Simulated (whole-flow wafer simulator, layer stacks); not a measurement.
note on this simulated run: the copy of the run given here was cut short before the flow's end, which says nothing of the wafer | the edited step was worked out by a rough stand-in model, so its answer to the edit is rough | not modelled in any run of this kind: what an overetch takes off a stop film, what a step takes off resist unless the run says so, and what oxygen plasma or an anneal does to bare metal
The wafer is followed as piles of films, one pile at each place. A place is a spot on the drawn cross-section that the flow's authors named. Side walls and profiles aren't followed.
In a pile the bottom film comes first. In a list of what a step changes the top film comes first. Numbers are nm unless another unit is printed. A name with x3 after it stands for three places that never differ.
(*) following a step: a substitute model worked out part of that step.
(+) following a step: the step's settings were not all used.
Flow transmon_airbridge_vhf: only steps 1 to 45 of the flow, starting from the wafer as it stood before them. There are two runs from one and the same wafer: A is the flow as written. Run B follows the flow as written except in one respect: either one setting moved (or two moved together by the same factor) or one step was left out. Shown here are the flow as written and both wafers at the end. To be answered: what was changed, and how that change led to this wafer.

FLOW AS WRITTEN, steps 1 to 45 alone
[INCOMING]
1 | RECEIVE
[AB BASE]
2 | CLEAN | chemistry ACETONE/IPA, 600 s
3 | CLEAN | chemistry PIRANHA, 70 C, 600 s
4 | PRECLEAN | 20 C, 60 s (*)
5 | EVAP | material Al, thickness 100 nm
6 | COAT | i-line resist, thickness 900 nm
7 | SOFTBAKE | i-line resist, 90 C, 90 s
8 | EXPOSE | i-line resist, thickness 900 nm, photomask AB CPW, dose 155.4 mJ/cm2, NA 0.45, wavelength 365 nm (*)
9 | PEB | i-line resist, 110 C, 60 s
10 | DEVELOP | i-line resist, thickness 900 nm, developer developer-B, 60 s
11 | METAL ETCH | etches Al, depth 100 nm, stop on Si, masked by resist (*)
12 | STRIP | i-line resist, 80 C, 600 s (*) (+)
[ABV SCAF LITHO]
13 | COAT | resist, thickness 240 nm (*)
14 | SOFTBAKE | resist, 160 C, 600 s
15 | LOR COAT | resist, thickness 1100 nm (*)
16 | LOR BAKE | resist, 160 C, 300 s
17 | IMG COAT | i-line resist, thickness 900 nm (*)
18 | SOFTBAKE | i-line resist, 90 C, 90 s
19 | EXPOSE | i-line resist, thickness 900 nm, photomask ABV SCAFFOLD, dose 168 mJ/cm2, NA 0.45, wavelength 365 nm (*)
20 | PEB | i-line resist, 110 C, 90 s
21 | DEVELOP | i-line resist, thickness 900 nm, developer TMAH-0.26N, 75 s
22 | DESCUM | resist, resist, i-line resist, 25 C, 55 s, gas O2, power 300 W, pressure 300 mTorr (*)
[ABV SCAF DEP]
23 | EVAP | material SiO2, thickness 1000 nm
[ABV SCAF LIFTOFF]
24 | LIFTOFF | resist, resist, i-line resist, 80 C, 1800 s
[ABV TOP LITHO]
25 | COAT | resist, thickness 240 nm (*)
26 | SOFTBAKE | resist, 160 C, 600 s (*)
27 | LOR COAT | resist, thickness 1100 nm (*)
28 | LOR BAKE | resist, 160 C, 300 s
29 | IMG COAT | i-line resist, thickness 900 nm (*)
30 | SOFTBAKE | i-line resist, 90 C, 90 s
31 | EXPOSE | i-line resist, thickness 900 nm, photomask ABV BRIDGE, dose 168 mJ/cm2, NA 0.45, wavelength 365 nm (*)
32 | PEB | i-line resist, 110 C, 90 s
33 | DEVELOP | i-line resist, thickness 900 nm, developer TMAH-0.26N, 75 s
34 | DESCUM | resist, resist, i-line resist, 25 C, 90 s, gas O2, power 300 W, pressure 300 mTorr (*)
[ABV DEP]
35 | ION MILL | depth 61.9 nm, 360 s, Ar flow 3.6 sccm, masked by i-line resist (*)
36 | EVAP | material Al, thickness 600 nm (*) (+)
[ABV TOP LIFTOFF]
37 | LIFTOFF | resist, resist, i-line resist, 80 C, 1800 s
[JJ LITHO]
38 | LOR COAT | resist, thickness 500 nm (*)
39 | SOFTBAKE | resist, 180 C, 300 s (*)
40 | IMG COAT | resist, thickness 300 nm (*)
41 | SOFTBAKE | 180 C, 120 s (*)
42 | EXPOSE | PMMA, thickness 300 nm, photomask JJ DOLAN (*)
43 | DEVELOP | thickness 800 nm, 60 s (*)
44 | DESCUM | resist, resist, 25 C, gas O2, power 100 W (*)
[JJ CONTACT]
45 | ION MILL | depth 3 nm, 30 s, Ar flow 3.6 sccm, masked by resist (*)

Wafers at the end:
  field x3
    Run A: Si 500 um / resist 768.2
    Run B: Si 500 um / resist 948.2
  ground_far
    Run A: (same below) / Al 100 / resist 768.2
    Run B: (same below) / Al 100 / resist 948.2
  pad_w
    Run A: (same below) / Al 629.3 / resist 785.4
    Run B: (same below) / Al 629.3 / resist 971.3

Cause: step 40, IMG COAT: thickness 480 nm was run, though the flow has thickness 300 nm.

The path from the change to this, step by step:
  40 | IMG COAT | resist, thickness 300 nm (*)
      field x3, jj_line, ground_far, trace_open_s x2: A +300 resist | B +480 resist
      pad_w, pad_e: A +300.1 resist | B +486 resist
      (and at 8 other places as well)
  43 | DEVELOP | thickness 800 nm, 60 s (*)
      jj_line: A -800 resist (all of it) | B -980 resist (all of it)
